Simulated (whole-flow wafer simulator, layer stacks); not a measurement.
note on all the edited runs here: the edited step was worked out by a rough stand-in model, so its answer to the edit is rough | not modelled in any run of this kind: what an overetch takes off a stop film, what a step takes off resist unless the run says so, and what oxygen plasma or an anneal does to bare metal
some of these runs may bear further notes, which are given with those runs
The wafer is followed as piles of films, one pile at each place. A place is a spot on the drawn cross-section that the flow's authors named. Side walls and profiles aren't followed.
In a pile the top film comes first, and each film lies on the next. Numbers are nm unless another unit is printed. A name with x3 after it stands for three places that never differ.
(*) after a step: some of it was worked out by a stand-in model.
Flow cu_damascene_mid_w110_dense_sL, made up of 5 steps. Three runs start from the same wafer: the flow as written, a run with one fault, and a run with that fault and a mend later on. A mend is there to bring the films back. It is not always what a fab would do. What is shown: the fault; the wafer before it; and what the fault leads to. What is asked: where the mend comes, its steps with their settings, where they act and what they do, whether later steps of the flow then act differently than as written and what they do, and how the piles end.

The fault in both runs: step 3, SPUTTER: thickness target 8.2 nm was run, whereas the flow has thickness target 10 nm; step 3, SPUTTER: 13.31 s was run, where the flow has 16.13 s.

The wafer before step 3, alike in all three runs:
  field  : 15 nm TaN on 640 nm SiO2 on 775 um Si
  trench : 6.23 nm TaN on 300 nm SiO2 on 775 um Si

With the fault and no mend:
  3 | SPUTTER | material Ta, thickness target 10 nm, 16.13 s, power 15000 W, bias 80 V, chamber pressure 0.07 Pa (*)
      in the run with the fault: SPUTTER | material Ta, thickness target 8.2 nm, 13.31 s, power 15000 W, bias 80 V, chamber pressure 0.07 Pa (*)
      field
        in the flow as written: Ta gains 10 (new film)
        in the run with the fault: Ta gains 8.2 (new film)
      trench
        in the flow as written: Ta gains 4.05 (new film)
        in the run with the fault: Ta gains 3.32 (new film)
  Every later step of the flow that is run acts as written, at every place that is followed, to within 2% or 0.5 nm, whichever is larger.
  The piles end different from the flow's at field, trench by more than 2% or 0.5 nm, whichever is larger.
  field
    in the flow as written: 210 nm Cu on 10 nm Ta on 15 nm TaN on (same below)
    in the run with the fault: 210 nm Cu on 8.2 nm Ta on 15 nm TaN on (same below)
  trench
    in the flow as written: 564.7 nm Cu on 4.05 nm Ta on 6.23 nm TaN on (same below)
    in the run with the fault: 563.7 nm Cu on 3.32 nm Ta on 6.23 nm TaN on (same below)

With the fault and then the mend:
  The mend stands after step 3.
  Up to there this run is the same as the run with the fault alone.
  3a | SPUTTER | material Ta, thickness target 1.8 nm, 2.903 s, power 15000 W, bias 80 V, chamber pressure 0.07 Pa (*) (the flow's step 3 again, with other settings)
      field
        Ta gains 1.8
      trench
        Ta gains 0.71
  Every later step of the flow that is run acts as written at every place that is followed.
  The piles end only slightly different from the flow's at the places that both follow, by no more than 2% or 0.5 nm, whichever is larger.
